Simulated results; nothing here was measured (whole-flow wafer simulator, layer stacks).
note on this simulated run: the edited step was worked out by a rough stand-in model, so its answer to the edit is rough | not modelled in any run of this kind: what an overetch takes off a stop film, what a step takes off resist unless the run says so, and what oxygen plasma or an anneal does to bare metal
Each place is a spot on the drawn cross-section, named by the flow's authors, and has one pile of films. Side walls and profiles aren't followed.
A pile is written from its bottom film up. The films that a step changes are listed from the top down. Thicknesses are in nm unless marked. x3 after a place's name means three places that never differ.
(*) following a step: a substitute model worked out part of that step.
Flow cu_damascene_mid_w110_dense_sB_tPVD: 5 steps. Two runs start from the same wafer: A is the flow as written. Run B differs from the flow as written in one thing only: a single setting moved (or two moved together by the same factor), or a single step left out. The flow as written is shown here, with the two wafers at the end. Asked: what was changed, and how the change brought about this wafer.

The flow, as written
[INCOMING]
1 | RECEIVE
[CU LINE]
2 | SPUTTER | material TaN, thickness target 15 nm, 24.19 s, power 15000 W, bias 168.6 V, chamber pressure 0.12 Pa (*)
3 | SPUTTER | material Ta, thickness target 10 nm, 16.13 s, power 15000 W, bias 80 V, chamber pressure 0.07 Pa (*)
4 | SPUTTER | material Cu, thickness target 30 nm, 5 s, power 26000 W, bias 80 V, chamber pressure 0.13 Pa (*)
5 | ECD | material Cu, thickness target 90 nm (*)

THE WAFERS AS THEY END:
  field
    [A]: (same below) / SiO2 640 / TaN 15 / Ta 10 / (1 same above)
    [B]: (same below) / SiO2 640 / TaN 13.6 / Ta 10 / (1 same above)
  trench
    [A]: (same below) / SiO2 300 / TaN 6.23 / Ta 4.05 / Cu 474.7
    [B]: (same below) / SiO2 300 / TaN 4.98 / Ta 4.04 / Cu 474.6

What caused this: step 2, SPUTTER: bias 228 V was run, while the flow as written has bias 168.6 V.

Step by step, how the change led to this:
  2 | SPUTTER | material TaN, thickness target 15 nm, 24.19 s, power 15000 W, bias 168.6 V, chamber pressure 0.12 Pa (*)
      field: A +15 TaN (new film) | B +13.6 TaN (new film)
      trench: A +6.23 TaN (new film) | B +4.98 TaN (new film)
